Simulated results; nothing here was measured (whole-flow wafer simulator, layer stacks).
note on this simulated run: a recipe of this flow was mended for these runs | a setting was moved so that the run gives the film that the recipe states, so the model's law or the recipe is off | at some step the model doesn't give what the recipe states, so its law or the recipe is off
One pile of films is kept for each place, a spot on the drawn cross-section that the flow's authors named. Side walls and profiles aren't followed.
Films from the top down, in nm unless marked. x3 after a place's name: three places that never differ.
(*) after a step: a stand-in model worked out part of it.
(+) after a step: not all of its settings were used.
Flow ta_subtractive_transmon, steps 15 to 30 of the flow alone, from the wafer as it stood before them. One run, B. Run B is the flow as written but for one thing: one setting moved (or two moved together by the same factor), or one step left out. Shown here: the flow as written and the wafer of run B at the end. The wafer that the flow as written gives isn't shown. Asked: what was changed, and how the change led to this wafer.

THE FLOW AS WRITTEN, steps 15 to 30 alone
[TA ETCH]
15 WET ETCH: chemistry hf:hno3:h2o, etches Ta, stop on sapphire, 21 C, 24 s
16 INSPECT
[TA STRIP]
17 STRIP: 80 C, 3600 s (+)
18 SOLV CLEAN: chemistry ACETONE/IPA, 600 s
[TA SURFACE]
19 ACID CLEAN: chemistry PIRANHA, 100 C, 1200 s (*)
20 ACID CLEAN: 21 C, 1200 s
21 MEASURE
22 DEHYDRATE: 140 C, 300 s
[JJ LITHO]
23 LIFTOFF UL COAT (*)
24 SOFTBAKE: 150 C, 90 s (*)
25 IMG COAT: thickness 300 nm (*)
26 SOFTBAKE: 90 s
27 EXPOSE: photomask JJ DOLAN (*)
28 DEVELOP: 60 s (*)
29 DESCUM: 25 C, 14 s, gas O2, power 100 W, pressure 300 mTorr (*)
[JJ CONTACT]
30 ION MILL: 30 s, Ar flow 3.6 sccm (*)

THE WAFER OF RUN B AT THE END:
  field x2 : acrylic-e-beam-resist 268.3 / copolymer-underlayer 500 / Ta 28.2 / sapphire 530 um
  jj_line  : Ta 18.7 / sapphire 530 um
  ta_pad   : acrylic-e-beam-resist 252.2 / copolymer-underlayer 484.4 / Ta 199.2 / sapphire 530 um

The cause: step 15, WET ETCH: 17.1 s was run, where the flow has 24 s.

How the change led to this, step by step:
  15 WET ETCH: chemistry hf:hno3:h2o, etches Ta, stop on sapphire, 21 C, 24 s
      field x2, jj_line, lead: Ta -171 (as written it would be: Ta -199.7 (all of it))
  30 ION MILL: 30 s, Ar flow 3.6 sccm (*)
      jj_line, lead: Ta -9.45 (as written it would be: sapphire -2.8)
Counting metal films that touch as one body, field x2 has 1 body; the flow as written gives 0 bodies.
Counting metal films that touch as one body, jj_line has 1 body; the flow as written gives 0 bodies.
